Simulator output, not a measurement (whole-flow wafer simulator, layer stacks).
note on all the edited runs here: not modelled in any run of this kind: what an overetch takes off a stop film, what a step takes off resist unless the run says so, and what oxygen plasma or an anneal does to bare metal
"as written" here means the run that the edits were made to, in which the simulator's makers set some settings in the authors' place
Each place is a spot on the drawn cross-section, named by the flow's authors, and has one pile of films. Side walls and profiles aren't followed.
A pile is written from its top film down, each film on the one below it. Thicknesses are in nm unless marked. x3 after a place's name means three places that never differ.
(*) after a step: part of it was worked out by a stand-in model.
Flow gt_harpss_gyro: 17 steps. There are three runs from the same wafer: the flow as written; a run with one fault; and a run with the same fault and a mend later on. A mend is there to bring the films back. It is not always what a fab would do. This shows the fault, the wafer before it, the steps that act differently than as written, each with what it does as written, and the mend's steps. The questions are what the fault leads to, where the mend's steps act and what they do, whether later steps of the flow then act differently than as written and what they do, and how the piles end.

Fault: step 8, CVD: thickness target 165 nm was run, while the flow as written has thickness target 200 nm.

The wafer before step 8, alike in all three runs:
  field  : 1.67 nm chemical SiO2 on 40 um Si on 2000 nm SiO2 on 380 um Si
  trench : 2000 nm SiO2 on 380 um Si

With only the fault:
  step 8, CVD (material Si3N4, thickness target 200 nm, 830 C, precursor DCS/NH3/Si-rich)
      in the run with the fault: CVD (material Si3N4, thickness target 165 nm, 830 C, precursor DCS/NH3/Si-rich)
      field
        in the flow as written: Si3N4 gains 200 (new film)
        in the run with the fault: Si3N4 gains 165 (new film)
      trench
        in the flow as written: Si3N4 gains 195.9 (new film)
        in the run with the fault: Si3N4 gains 161.7 (new film)
  Steps further on in the flow that do not act as written:
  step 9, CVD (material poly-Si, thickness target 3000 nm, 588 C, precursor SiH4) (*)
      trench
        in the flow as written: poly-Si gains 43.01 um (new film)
        in the run with the fault: poly-Si gains 43 um (new film)
  By the end, the piles at field, trench depart from the flow's by more than 2% or 0.5 nm, whichever is larger.
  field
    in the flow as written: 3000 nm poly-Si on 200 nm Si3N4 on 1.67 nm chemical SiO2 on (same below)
    in the run with the fault: 3000 nm poly-Si on 165 nm Si3N4 on 1.67 nm chemical SiO2 on (same below)
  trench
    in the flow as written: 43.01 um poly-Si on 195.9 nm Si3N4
    in the run with the fault: 43 um poly-Si on 161.7 nm Si3N4

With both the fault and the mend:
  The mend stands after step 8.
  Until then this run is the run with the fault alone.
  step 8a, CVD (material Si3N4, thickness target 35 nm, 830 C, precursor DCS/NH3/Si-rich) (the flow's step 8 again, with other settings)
      field
        Si3N4 gains 35
      trench
        Si3N4 gains 34.1
  Later steps of the flow that are run all act as written at every place that is followed.
  When the end is reached, the piles differ only a little from the flow's at the places that both follow, at most by 2% or 0.5 nm, whichever is larger.
